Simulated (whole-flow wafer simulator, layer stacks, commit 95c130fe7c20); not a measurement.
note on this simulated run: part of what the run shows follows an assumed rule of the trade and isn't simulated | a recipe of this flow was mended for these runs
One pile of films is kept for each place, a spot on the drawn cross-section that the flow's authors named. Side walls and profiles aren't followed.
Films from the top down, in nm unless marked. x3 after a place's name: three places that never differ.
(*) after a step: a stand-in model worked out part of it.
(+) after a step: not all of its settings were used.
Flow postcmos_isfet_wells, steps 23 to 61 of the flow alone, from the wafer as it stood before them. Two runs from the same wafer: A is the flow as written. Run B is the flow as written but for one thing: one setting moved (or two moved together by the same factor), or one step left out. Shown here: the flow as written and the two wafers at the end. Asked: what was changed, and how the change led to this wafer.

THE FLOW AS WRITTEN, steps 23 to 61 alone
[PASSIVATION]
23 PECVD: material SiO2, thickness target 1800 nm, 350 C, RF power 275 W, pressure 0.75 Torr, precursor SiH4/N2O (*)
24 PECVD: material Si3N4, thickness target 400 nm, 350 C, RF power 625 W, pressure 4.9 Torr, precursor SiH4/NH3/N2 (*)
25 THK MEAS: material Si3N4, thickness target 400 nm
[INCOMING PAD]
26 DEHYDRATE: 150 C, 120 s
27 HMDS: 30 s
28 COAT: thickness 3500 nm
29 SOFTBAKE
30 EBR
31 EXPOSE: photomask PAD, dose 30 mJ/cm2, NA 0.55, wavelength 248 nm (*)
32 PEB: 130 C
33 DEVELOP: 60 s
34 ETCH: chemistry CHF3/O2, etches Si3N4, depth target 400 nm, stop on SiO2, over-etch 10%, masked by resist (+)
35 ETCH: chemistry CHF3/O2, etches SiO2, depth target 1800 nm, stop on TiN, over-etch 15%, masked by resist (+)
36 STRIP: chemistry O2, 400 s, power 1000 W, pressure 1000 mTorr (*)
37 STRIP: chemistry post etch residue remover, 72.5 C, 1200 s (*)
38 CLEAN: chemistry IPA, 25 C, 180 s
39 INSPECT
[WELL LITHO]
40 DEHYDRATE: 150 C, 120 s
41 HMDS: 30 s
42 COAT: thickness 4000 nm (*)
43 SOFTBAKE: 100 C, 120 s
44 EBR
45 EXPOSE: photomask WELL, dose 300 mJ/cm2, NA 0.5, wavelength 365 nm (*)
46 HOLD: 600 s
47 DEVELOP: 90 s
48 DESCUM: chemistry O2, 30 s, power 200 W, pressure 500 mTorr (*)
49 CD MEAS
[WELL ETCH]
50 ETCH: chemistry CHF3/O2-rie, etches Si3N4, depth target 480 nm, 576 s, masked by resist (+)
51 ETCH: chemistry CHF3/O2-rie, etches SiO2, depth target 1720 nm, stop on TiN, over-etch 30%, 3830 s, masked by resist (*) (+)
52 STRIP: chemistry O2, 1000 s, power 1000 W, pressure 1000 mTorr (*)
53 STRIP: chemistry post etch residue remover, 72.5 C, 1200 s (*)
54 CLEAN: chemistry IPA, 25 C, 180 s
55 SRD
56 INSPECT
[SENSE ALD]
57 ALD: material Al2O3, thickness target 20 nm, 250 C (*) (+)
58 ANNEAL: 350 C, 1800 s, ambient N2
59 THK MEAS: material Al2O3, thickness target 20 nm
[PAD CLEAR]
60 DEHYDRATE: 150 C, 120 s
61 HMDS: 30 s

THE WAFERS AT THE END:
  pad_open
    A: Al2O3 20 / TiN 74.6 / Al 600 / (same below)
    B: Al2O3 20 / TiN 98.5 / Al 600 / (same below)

The cause: step 34, ETCH: depth target 132.5 nm was run, where the flow has depth target 400 nm.

How the change led to this, step by step:
  34 ETCH: chemistry CHF3/O2, etches Si3N4, depth target 400 nm, stop on SiO2, over-etch 10%, masked by resist (+)
      pad_open: A Si3N4 -400 (all of it), SiO2 -20 | B Si3N4 -145.8
      field, margin x2, well900 x4, pad_clr: A thick-KrF-resist -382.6 | B thick-KrF-resist -126.7
  35 ETCH: chemistry CHF3/O2, etches SiO2, depth target 1800 nm, stop on TiN, over-etch 15%, masked by resist (+)
      pad_open: A SiO2 -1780 (all of it), TiN -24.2 | B Si3N4 -254.2 (all of it), SiO2 -1800 (all of it), TiN -0.25
  36 STRIP: chemistry O2, 400 s, power 1000 W, pressure 1000 mTorr (*)
      field, margin x2, well900 x4, pad_clr: A thick-KrF-resist -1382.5 (all of it) | B thick-KrF-resist -1619.2 (all of it)
